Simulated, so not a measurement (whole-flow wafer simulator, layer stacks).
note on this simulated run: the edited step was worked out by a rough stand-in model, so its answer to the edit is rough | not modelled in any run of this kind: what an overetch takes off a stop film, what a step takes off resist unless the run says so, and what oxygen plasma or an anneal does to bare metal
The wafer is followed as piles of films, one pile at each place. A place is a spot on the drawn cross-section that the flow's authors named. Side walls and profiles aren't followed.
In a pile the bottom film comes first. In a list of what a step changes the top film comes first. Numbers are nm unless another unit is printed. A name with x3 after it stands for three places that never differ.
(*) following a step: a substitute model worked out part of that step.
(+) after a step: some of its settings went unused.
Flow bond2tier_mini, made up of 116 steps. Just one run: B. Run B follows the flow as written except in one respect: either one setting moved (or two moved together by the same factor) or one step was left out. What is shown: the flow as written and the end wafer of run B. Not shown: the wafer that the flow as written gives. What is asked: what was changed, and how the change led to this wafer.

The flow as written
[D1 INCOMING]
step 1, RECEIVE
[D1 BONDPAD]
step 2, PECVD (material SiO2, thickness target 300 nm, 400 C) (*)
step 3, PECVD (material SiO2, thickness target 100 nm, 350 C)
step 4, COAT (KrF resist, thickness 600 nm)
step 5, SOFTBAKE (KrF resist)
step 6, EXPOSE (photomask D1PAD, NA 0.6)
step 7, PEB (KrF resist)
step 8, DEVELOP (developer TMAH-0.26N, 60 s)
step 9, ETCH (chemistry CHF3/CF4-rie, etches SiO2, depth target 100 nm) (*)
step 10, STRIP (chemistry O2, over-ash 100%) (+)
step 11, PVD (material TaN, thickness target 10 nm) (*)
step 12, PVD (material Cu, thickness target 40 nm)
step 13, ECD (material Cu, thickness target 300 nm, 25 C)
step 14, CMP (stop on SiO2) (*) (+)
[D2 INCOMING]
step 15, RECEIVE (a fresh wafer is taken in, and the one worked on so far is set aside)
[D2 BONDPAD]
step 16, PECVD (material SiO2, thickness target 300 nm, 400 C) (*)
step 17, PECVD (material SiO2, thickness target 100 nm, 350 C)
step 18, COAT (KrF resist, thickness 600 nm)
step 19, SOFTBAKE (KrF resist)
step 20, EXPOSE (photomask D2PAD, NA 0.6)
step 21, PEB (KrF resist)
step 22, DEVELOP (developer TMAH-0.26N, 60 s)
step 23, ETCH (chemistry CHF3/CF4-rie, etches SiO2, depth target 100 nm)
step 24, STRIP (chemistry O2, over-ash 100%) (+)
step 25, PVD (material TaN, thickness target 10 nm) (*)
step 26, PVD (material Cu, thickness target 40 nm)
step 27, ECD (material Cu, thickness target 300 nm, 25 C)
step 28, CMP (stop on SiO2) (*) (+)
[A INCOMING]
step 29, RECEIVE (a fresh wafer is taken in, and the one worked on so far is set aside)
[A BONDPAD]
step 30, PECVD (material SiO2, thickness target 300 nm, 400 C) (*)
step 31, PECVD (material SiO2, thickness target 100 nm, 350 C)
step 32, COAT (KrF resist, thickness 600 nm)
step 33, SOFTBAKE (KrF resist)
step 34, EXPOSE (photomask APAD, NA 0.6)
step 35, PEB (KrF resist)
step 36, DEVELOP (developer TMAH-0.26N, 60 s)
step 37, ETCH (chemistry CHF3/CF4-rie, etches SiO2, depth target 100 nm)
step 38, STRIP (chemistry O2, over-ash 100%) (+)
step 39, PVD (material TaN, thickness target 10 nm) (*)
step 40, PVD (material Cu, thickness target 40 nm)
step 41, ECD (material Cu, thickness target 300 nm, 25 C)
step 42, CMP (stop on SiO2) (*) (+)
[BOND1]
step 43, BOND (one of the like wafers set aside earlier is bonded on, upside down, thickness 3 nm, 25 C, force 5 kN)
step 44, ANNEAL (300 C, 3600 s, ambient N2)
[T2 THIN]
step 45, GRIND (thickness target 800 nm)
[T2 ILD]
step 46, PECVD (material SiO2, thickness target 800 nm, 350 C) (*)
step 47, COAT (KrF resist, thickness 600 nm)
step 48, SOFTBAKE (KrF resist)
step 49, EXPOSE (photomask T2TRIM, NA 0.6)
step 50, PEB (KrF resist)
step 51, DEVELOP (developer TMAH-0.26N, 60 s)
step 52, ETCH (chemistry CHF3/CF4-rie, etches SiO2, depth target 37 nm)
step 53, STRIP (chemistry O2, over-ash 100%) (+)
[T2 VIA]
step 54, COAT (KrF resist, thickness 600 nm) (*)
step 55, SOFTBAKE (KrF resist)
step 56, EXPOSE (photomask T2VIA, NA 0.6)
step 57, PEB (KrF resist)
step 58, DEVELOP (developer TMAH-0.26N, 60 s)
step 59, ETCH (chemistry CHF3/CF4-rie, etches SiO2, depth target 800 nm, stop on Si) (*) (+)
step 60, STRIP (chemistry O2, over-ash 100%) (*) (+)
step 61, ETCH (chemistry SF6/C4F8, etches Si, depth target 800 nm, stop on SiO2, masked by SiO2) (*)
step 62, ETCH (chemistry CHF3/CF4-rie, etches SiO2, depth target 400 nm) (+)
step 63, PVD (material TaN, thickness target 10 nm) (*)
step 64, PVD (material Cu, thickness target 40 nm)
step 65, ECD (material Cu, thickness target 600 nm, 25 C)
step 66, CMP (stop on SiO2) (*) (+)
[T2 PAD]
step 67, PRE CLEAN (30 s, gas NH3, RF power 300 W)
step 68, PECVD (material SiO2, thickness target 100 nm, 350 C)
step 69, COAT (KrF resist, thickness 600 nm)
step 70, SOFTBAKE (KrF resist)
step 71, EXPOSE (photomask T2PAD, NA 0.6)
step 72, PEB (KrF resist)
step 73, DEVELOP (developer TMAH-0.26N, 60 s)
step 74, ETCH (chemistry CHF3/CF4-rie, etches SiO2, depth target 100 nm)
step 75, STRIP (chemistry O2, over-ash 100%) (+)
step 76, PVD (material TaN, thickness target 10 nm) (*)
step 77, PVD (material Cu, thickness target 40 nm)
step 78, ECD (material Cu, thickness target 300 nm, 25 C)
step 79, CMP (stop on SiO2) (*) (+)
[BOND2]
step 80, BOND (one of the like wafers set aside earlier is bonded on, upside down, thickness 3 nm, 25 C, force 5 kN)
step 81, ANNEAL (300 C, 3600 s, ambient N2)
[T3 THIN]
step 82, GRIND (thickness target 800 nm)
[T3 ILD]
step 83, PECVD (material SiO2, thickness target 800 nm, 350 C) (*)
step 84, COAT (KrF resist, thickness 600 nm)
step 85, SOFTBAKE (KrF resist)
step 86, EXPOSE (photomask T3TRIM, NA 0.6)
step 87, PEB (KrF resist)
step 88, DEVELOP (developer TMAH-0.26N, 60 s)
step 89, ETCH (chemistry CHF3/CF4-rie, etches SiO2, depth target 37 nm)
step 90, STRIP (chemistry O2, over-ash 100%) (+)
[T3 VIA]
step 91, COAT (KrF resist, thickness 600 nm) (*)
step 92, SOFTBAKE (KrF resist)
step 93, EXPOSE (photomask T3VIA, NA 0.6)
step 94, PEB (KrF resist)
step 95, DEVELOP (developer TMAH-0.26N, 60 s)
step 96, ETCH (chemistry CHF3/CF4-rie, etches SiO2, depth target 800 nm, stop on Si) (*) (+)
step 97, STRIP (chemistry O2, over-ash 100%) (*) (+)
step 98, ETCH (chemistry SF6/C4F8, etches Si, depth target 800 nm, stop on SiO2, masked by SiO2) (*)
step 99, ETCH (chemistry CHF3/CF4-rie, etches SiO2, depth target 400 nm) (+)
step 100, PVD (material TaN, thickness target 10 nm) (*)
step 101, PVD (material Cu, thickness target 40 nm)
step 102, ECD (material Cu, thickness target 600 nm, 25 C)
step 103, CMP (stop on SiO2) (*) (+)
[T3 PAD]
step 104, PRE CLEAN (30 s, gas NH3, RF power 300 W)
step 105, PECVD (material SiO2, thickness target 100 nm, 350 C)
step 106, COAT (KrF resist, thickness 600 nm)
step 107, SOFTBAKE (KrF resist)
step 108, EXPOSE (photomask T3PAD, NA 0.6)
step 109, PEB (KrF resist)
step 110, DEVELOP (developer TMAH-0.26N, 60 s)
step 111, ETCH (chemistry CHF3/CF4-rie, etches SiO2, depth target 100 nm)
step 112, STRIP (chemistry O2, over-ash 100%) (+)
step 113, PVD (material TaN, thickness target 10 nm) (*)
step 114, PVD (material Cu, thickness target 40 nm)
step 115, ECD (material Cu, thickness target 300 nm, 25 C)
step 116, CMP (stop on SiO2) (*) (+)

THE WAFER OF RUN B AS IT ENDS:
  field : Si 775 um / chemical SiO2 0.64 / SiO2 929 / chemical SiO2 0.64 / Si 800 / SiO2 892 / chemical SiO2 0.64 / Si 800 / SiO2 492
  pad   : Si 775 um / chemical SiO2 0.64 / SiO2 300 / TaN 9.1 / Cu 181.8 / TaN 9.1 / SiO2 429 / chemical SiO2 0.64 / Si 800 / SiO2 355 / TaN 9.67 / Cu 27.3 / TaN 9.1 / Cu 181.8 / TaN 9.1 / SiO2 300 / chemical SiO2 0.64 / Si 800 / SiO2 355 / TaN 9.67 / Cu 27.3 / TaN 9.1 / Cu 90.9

The reason: step 2, PECVD: thickness target 429 nm was run, while the flow as written has thickness target 300 nm.
The wafer lets one read it off: pad has SiO2 429, and step 2 as written asks for 300 nm.

The path from the change to this, step by step:
  step 2, PECVD (material SiO2, thickness target 300 nm, 400 C) (*)
      field, pad, via: +429 SiO2 (new film) (it would be, as written: +300 SiO2 (new film))
  step 43, BOND (one of the like wafers set aside earlier is bonded on, upside down, thickness 3 nm, 25 C, force 5 kN)
      field: +775 um Si (new film), +0.64 chemical SiO2 (new film), +529 SiO2 (it would be, as written: +775 um Si (new film), +0.64 chemical SiO2 (new film), +400 SiO2)
      pad: +775 um Si (new film), +0.64 chemical SiO2 (new film), +429 SiO2 (new film), +9.1 TaN (new film), +90.9 Cu (it would be, as written: +775 um Si (new film), +0.64 chemical SiO2 (new film), +300 SiO2 (new film), +9.1 TaN (new film), +90.9 Cu)
      (also at 1 further place)
